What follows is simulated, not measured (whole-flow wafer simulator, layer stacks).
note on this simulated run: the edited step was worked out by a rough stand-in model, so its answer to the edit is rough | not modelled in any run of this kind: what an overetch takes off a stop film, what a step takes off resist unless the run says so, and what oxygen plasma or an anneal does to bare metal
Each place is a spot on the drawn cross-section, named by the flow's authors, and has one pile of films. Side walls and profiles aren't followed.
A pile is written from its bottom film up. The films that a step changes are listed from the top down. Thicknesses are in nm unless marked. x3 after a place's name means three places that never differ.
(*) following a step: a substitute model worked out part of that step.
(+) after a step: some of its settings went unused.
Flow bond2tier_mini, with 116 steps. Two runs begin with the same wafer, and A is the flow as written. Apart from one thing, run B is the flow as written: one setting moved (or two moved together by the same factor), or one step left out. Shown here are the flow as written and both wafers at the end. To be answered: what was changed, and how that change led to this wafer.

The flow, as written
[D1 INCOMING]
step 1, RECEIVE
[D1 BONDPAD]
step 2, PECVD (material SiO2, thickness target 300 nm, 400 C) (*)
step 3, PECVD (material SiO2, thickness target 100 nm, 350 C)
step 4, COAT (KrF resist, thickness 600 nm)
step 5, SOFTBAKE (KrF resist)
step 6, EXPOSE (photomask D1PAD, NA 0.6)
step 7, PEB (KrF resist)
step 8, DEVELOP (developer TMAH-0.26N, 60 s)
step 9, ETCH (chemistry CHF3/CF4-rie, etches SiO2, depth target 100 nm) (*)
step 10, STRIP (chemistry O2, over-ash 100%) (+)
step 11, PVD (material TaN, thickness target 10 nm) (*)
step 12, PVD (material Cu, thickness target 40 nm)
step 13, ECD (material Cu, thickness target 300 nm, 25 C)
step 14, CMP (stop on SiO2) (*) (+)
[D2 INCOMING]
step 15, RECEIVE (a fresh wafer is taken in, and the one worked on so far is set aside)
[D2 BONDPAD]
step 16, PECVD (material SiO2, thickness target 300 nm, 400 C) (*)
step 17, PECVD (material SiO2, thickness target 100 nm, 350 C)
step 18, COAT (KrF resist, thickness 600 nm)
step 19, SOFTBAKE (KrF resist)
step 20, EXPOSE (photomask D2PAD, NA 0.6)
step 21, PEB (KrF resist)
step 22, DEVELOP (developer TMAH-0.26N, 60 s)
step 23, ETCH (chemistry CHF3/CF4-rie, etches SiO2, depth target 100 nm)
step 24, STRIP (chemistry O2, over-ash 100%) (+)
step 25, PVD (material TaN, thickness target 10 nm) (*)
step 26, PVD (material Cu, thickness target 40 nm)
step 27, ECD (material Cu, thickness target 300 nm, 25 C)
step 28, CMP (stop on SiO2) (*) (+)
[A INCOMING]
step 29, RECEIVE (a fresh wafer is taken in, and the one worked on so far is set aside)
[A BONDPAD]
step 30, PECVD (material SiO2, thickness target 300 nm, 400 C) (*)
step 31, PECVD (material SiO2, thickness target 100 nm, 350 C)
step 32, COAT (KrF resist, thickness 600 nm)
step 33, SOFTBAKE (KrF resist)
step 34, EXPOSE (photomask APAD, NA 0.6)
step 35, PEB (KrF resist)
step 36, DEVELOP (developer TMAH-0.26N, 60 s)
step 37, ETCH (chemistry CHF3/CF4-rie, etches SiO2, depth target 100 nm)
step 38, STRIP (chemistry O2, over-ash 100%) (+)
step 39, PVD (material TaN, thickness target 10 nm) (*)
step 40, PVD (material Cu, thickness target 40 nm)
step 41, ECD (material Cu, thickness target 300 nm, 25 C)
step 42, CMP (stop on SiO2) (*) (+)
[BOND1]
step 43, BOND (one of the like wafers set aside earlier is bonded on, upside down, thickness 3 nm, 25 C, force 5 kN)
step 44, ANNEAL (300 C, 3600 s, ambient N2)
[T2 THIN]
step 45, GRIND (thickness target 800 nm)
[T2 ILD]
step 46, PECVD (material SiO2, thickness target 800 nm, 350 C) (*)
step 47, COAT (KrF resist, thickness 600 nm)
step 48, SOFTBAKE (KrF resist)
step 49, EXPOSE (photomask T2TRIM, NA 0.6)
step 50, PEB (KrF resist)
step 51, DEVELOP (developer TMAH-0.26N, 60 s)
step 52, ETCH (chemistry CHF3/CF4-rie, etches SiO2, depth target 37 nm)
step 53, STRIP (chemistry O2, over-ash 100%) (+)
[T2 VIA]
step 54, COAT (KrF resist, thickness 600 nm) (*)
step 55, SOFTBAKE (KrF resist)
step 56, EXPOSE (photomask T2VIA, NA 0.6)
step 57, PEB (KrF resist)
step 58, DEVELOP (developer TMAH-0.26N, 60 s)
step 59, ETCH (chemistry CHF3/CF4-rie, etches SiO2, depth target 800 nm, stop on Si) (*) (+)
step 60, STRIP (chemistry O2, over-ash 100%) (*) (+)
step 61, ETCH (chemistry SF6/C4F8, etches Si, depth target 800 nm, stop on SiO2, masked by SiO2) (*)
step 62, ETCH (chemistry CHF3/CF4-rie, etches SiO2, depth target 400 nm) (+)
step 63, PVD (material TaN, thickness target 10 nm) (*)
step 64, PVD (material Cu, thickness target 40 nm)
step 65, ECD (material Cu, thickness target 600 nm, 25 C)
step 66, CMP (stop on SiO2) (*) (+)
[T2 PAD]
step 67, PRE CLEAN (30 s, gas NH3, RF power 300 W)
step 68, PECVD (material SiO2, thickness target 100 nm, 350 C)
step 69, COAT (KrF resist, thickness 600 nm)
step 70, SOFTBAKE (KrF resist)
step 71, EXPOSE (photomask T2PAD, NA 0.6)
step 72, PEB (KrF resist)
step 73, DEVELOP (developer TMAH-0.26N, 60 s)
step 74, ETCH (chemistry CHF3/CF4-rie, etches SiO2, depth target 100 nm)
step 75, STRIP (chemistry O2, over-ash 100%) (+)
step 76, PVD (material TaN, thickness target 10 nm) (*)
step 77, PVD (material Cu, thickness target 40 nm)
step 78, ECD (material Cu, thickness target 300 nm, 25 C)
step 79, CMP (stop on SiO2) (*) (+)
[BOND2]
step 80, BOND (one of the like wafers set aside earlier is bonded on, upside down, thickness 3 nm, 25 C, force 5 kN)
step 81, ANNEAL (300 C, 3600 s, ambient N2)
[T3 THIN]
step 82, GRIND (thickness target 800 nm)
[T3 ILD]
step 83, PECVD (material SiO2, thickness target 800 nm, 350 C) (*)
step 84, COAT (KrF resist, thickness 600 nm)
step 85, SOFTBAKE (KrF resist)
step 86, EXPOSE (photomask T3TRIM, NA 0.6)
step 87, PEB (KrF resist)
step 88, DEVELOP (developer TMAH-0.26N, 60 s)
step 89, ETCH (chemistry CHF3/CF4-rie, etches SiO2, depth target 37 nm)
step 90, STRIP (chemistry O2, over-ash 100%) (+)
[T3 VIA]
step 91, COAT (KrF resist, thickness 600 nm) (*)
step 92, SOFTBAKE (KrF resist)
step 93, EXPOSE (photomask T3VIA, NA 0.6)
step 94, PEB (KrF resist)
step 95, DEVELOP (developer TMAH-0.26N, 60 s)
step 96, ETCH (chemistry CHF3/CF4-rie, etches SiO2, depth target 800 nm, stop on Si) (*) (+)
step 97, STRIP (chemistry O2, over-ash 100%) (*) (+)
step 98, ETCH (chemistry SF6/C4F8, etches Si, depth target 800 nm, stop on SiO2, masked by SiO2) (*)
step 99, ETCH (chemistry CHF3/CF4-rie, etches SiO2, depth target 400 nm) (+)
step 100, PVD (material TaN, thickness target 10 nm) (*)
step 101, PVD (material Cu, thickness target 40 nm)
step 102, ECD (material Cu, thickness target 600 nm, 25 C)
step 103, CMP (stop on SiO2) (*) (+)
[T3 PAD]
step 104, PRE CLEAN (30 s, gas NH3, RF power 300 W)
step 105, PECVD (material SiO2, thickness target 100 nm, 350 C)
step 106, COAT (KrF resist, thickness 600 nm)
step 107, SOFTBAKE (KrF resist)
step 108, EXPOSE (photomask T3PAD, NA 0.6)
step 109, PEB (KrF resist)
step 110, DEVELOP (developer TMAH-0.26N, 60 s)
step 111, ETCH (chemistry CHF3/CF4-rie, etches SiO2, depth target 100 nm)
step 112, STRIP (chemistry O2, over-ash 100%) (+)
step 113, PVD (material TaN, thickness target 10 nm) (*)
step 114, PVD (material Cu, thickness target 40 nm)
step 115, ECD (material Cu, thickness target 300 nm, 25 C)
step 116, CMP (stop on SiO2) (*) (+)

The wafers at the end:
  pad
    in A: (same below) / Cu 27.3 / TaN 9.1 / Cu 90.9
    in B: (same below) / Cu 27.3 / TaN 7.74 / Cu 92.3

What caused this: step 113, PVD: thickness target 8.5 nm was run, while the flow as written has thickness target 10 nm.

Step by step, how the change led to this:
  step 113, PVD (material TaN, thickness target 10 nm) (*)
      field: A +10 TaN (new film) | B +8.5 TaN (new film)
      pad: A +9.1 TaN (new film) | B +7.74 TaN (new film)
  step 116, CMP (stop on SiO2) (*) (+)
      field: A -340 Cu (all of it), -10 TaN (all of it) | B -340 Cu (all of it), -8.5 TaN (all of it)
